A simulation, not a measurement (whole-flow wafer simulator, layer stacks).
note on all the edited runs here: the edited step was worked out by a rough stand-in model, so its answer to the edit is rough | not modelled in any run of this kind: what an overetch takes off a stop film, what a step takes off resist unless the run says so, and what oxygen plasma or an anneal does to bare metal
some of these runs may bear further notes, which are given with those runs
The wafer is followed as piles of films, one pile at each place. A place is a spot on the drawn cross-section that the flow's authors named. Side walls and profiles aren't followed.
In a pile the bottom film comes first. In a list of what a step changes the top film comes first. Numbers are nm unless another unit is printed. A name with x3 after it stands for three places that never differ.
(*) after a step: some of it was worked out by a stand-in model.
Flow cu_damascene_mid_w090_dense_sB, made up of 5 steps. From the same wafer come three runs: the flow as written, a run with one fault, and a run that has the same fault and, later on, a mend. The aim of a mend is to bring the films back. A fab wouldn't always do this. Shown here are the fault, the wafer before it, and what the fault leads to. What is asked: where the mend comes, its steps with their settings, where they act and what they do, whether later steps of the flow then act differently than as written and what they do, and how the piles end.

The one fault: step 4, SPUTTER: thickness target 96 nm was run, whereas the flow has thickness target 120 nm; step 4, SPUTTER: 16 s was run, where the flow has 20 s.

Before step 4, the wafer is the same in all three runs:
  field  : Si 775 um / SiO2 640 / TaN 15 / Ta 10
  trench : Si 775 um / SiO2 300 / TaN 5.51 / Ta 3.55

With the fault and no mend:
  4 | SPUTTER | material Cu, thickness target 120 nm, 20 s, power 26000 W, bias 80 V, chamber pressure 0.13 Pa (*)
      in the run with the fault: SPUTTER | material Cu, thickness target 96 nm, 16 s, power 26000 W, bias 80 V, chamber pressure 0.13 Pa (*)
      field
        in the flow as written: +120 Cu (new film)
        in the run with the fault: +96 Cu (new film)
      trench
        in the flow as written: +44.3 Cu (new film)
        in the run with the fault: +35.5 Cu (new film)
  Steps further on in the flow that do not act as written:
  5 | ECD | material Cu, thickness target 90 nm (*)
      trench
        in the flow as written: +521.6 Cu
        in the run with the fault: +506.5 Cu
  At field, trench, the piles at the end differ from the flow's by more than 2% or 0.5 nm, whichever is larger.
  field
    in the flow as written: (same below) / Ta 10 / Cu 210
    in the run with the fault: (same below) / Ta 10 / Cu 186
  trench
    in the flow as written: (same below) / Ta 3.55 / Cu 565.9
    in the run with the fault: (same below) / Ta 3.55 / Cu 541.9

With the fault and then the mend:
  After step 4 comes the mend.
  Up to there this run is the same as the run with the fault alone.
  4a | SPUTTER | material Cu, thickness target 24 nm, 4 s, power 26000 W, bias 80 V, chamber pressure 0.13 Pa (*) (the flow's step 4 again, with other settings)
      field
        +24 Cu
      trench
        +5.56 Cu
  Later steps of the flow that are run all act as written at every place that is followed, up to a difference of at most 2% or 0.5 nm, whichever is larger.
  By the end, the piles equal the flow's at every place that both follow.
